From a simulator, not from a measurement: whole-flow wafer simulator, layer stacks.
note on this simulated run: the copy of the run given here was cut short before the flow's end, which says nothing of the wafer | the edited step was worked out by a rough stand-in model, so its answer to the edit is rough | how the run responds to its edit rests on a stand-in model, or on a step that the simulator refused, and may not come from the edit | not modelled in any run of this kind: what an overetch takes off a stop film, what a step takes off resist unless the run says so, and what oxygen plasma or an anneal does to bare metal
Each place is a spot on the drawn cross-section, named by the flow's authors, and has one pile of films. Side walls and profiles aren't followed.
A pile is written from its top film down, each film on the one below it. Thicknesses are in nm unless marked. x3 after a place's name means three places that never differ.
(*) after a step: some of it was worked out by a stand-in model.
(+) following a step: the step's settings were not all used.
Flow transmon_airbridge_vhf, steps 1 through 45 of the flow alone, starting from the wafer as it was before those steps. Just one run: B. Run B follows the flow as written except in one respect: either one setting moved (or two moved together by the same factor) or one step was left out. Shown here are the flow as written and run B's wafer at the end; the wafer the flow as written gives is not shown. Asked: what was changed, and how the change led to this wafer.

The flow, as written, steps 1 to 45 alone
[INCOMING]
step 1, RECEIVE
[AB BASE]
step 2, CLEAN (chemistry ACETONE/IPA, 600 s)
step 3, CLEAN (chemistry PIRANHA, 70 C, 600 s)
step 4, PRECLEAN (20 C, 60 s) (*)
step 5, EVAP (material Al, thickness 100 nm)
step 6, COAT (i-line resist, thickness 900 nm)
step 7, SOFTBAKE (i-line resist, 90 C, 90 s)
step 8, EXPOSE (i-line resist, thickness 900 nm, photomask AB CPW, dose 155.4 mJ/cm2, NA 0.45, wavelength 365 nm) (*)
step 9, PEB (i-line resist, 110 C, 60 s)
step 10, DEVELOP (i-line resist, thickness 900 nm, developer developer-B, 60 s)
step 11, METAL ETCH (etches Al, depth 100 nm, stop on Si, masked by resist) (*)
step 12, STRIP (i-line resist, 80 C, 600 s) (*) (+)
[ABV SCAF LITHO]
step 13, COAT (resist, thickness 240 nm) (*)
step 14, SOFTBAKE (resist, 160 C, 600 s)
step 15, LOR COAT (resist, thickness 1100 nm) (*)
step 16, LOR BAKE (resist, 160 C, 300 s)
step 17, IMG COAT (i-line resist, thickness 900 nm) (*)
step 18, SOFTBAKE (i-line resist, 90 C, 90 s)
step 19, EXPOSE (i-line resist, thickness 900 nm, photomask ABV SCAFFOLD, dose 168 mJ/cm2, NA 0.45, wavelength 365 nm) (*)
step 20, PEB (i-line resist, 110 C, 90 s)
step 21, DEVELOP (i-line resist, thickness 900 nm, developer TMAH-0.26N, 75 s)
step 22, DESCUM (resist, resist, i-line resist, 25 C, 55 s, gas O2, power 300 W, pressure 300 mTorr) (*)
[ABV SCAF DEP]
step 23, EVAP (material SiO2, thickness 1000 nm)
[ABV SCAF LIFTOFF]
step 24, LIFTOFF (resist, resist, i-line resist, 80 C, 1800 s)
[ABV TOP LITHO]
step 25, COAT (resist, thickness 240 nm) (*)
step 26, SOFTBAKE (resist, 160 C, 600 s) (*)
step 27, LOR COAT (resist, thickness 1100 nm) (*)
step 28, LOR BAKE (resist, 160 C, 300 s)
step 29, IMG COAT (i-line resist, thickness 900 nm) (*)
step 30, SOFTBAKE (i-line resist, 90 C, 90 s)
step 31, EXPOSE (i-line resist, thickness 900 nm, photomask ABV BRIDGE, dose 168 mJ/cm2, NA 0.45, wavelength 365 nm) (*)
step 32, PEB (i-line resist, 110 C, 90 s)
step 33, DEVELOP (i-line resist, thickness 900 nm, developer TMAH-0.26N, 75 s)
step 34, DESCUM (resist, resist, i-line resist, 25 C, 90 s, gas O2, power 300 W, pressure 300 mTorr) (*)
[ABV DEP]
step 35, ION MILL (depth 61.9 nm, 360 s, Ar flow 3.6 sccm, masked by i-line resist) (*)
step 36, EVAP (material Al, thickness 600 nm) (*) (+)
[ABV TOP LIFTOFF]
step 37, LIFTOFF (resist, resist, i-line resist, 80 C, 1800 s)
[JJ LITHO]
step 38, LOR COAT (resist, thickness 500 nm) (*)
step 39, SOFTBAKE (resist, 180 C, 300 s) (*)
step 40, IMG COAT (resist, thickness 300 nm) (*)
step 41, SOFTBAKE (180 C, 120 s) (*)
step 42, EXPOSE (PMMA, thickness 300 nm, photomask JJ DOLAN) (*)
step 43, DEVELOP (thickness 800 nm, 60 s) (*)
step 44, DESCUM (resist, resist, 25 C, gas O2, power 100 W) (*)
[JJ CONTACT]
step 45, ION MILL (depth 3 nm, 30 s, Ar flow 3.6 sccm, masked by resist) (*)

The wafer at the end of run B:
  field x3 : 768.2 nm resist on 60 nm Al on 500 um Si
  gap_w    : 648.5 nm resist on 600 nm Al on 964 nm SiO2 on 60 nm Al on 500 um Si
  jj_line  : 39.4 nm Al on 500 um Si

The reason: step 11, METAL ETCH: depth 40 nm was run, though the flow has depth 100 nm.

Step by step, how the change led to this:
  step 11, METAL ETCH (etches Al, depth 100 nm, stop on Si, masked by resist) (*)
      field x3, jj_line, gap_w, gap_e: -40 Al (as written it would have been: -100 Al (all of it))
      ground_far, pad_w, flank_w and 8 more: -20 i-line resist (as written it would have been: -50 i-line resist)
  step 12, STRIP (i-line resist, 80 C, 600 s) (*) (+)
      ground_far, pad_w, flank_w and 8 more: -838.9 i-line resist (all of it) (as written it would have been: -808.9 i-line resist (all of it))
  step 13, COAT (resist, thickness 240 nm) (*)
      flank_w, flank_e: +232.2 resist (new film) (as written it would have been: +222.3 resist (new film))
      gap_w, gap_e: +245.1 resist (new film) (as written it would have been: +251.7 resist (new film))
  step 22, DESCUM (resist, resist, i-line resist, 25 C, 55 s, gas O2, power 300 W, pressure 300 mTorr) (*)
      flank_w, flank_e: -232.2 resist (all of it) (as written it would have been: -222.3 resist (all of it))
      gap_w, gap_e: -245.1 resist (all of it) (as written it would have been: -251.7 resist (all of it))
  step 25, COAT (resist, thickness 240 nm) (*)
      flank_w, flank_e: +160.2 resist (new film) (as written it would have been: +152.6 resist (new film))
      gap_w, gap_e: +204.2 resist (new film) (as written it would have been: +210.7 resist (new film))
  step 29, IMG COAT (i-line resist, thickness 900 nm) (*)
      gap_w, gap_e: +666 i-line resist (new film) (as written it would have been: +681.7 i-line resist (new film))
  step 32, PEB (i-line resist, 110 C, 90 s)
      gap_w, gap_e: -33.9 i-line resist (as written it would have been: -34.7 i-line resist)
  step 33, DEVELOP (i-line resist, thickness 900 nm, developer TMAH-0.26N, 75 s)
      gap_w, gap_e: -632 i-line resist (all of it), -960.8 resist (as written it would have been: -646.9 i-line resist (all of it), -977.8 resist)
  step 34, DESCUM (resist, resist, i-line resist, 25 C, 90 s, gas O2, power 300 W, pressure 300 mTorr) (*)
      flank_w, flank_e: -160.2 resist (all of it) (as written it would have been: -152.6 resist (all of it))
      gap_w, gap_e: -204.2 resist (all of it) (as written it would have been: -210.7 resist (all of it))
  step 38, LOR COAT (resist, thickness 500 nm) (*)
      gap_w, gap_e: +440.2 resist (new film) (as written it would have been: +450.7 resist (new film))
  step 40, IMG COAT (resist, thickness 300 nm) (*)
      flank_w, flank_e: +220.5 resist (as written it would have been: +212.1 resist)
      gap_w, gap_e: +240.1 resist (as written it would have been: +245.7 resist)
  step 45, ION MILL (depth 3 nm, 30 s, Ar flow 3.6 sccm, masked by resist) (*)
      jj_line: -20.6 Al (as written it would have been: -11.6 Si)
If metal films that touch count as one body, field x3 has 1 body; the flow as written gives 0 bodies.
If metal films that touch count as one body, gap_w has 2 bodies (between them, from the top down: SiO2 964); the flow as written gives 1 body.
If metal films that touch count as one body, jj_line has 1 body; the flow as written gives 0 bodies.
